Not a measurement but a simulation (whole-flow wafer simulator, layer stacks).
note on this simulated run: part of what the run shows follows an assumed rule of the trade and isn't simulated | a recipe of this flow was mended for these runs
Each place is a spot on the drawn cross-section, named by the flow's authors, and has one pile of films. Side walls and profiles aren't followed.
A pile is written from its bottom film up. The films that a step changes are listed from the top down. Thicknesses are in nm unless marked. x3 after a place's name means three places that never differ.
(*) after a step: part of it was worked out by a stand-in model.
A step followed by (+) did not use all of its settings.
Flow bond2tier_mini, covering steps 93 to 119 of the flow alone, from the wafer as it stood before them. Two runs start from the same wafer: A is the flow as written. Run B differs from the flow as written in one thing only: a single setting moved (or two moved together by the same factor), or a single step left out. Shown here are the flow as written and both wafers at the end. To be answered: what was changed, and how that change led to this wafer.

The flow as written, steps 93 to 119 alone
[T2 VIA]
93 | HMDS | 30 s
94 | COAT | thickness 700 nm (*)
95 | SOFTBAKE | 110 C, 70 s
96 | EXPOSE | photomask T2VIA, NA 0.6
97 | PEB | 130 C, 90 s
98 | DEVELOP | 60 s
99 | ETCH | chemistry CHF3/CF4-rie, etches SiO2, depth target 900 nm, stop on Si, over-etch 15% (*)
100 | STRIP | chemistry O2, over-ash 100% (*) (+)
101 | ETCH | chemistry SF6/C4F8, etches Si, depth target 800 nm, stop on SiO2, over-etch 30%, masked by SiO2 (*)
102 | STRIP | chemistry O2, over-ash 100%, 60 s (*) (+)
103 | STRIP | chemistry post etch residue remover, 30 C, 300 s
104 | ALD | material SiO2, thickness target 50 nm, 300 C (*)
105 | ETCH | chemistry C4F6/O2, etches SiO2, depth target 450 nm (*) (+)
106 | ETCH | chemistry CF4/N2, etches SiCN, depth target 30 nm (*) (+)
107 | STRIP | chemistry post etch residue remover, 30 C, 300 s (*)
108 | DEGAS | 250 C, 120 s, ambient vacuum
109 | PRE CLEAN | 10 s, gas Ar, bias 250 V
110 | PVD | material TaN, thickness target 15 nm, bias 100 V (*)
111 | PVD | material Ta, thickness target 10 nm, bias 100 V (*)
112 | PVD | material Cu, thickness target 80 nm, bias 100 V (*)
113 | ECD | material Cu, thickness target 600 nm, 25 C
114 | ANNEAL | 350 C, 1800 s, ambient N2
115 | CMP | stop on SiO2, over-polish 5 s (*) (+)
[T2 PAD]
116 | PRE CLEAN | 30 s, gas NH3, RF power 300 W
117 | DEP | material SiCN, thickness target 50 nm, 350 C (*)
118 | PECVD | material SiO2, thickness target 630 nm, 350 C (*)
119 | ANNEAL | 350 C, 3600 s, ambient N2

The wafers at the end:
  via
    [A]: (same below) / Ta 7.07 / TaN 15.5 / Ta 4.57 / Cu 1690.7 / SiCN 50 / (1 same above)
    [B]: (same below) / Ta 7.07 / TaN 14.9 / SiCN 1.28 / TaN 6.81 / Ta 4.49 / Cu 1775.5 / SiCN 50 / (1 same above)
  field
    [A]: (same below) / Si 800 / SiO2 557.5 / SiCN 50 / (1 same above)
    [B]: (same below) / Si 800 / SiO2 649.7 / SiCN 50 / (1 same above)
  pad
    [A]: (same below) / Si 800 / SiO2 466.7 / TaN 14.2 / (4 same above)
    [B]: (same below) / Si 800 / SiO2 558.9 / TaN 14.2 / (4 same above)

The reason: step 105, ETCH: depth target 357.8 nm was run, while the flow as written has depth target 450 nm.

How this came from the change, step by step:
  105 | ETCH | chemistry C4F6/O2, etches SiO2, depth target 450 nm (*) (+)
      field, pad: A SiO2 loses 450 | B SiO2 loses 357.8
      via: A SiO2 loses 348.1 (all of it), SiCN loses 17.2 | B SiO2 loses 348.1 (all of it), SiCN loses 1.63
  106 | ETCH | chemistry CF4/N2, etches SiCN, depth target 30 nm (*) (+)
      via: A SiCN loses 17.6 (all of it), TaN loses 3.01 | B SiCN loses 30
  109 | PRE CLEAN | 10 s, gas Ar, bias 250 V
      via: A TaN loses 3.19 | B SiCN loses 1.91
  110 | PVD | material TaN, thickness target 15 nm, bias 100 V (*)
      via: A TaN gains 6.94 | B TaN gains 6.81 (new film)
  112 | PVD | material Cu, thickness target 80 nm, bias 100 V (*)
      via: A Cu gains 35 (new film) | B Cu gains 34.3 (new film)
  113 | ECD | material Cu, thickness target 600 nm, 25 C
      via: A Cu gains 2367 | B Cu gains 2452.5
If metal films that touch count as one body, via has 2 bodies (between them, from the top down: SiCN 1.28); the flow as written gives 1 body.
